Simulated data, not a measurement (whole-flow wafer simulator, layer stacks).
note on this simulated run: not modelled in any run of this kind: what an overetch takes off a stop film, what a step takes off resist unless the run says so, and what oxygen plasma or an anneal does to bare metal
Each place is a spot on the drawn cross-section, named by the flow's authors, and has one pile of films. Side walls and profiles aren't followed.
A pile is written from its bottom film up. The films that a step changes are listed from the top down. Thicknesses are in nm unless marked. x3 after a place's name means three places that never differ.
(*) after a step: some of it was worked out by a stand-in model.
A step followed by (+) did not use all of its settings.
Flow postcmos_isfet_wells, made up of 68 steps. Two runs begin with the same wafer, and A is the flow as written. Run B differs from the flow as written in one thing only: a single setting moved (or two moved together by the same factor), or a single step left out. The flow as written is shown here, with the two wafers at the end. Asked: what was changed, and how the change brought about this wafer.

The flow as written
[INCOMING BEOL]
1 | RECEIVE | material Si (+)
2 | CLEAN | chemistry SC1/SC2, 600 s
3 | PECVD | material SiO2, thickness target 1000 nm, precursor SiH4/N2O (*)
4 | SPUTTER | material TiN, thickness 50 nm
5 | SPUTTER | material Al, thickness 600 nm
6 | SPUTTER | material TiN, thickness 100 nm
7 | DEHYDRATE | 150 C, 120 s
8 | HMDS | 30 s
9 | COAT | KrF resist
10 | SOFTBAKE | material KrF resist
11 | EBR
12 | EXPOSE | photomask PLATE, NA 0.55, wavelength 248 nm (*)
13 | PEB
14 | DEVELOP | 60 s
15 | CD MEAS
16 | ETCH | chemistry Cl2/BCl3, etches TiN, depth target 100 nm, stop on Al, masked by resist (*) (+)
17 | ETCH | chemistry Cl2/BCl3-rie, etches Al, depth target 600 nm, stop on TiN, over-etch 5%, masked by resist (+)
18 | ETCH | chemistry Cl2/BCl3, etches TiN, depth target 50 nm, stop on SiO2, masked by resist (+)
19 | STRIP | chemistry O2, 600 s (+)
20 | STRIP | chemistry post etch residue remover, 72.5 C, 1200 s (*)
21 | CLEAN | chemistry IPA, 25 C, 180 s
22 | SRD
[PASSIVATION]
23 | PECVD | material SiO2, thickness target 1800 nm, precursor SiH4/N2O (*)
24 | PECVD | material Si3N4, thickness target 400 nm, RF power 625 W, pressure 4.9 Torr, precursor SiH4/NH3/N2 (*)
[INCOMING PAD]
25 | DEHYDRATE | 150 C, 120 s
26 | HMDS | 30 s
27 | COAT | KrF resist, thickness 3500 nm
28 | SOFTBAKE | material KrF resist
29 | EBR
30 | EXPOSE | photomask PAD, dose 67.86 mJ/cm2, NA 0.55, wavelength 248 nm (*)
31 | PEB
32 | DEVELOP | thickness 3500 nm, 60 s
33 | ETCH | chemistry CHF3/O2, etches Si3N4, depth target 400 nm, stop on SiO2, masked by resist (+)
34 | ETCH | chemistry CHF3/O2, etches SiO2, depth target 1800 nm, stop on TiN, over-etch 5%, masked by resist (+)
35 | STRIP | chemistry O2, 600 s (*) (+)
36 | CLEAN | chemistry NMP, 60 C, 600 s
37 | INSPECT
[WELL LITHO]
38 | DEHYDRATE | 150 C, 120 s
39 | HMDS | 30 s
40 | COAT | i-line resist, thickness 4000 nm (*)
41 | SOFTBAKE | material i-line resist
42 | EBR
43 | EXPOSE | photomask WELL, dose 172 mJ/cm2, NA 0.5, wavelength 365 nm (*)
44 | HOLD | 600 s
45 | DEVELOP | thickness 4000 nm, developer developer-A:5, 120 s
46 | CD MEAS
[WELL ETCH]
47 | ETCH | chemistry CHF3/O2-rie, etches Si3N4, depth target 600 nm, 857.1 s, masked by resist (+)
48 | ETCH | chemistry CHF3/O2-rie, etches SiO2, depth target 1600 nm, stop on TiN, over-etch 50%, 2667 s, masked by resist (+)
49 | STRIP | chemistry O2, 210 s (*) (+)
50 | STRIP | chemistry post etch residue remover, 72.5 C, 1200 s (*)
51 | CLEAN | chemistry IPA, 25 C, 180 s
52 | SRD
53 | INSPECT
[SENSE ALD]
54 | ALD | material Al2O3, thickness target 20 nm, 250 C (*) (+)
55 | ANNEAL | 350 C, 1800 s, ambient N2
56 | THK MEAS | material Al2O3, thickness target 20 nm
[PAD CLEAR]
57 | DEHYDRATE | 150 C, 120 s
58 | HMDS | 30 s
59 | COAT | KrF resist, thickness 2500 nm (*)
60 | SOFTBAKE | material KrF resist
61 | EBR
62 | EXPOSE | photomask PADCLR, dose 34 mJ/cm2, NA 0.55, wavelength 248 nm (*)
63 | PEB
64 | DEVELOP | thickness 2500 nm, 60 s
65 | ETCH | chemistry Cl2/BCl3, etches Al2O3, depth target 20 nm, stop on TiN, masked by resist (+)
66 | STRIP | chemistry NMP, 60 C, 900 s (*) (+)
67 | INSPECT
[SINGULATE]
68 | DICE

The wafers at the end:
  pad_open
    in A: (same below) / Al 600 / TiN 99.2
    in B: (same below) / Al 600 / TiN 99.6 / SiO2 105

What caused this: step 33, ETCH: depth target 300 nm was run, whereas the flow has depth target 400 nm.

Step by step, how the change led to this:
  33 | ETCH | chemistry CHF3/O2, etches Si3N4, depth target 400 nm, stop on SiO2, masked by resist (+)
      pad_open: A Si3N4 loses 400 (all of it) | B Si3N4 loses 300
      field, margin, well900, well1300 x3, pad_rim, pad_clr: A KrF resist loses 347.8 | B KrF resist loses 260.9
  34 | ETCH | chemistry CHF3/O2, etches SiO2, depth target 1800 nm, stop on TiN, over-etch 5%, masked by resist (+)
      pad_open: A SiO2 loses 1800 (all of it) | B Si3N4 loses 100 (all of it), SiO2 loses 1695
  35 | STRIP | chemistry O2, 600 s (*) (+)
      field, margin, well900, well1300 x3, pad_rim, pad_clr: A KrF resist loses 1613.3 (all of it) | B KrF resist loses 1700.3 (all of it)
  41 | SOFTBAKE | material i-line resist
      pad_clr: A i-line resist loses 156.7 | B i-line resist loses 146.2
      pad_open: A i-line resist gains 115.3 | B i-line resist gains 110.7
  49 | STRIP | chemistry O2, 210 s (*) (+)
      pad_clr: A i-line resist loses 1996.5 (all of it) | B i-line resist loses 2039.7 (all of it)
  59 | COAT | KrF resist, thickness 2500 nm (*)
      pad_clr: A KrF resist gains 1691.6 (new film) | B KrF resist gains 1726.8 (new film)
  64 | DEVELOP | thickness 2500 nm, 60 s
      pad_clr: A KrF resist loses 1676 (all of it) | B KrF resist loses 1711.1 (all of it)
